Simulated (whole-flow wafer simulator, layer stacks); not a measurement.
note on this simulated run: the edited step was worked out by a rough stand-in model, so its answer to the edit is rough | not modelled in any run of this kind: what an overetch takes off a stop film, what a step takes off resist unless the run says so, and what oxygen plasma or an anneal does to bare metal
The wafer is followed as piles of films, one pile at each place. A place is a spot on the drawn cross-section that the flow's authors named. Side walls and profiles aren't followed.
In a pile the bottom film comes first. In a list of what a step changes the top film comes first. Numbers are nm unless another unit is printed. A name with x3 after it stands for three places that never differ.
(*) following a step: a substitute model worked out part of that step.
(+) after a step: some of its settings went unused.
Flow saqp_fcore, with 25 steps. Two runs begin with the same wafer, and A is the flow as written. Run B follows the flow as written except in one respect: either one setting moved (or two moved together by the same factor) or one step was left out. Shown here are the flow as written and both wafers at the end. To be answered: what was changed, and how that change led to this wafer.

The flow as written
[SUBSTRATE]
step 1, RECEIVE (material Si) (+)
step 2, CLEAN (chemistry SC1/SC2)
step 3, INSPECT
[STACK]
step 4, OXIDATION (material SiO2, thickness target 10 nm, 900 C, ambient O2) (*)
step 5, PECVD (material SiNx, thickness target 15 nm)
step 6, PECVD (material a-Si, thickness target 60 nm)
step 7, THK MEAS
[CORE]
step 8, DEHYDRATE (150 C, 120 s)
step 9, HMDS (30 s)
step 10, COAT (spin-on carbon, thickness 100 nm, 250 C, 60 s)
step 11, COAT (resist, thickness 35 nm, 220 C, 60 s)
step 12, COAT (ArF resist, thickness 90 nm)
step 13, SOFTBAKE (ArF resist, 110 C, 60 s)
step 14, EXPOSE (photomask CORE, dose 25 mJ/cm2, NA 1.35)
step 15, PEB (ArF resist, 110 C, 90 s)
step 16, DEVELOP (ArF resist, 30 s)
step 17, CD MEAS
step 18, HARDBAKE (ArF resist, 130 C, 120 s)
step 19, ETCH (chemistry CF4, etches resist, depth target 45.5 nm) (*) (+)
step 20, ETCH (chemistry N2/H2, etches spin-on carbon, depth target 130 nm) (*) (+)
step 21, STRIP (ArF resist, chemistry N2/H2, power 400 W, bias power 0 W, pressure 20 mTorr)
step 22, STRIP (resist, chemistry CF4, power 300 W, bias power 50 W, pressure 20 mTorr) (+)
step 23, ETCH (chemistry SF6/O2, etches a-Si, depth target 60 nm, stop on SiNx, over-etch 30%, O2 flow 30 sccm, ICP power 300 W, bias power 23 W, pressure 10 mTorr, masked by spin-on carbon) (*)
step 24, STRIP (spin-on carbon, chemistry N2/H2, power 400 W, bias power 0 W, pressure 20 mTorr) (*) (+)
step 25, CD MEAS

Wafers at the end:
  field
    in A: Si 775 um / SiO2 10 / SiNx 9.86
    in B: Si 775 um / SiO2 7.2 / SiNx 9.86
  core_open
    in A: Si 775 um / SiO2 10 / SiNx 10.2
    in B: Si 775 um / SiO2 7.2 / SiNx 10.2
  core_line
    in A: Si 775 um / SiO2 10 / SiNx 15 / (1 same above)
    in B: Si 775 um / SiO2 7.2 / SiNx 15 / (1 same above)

What caused this: step 4, OXIDATION: thickness target 7.2 nm was run, whereas the flow has thickness target 10 nm.
The wafer lets one read it off: field has SiO2 7.2, and step 4 as written asks for 10 nm.

The path from the change to this, step by step:
  step 4, OXIDATION (material SiO2, thickness target 10 nm, 900 C, ambient O2) (*)
      field, core_open, core_line: A SiO2 gains 10 (new film), chemical SiO2 loses 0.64 (all of it), Si loses 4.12 | B SiO2 gains 7.2 (new film), chemical SiO2 loses 0.64 (all of it), Si loses 2.88
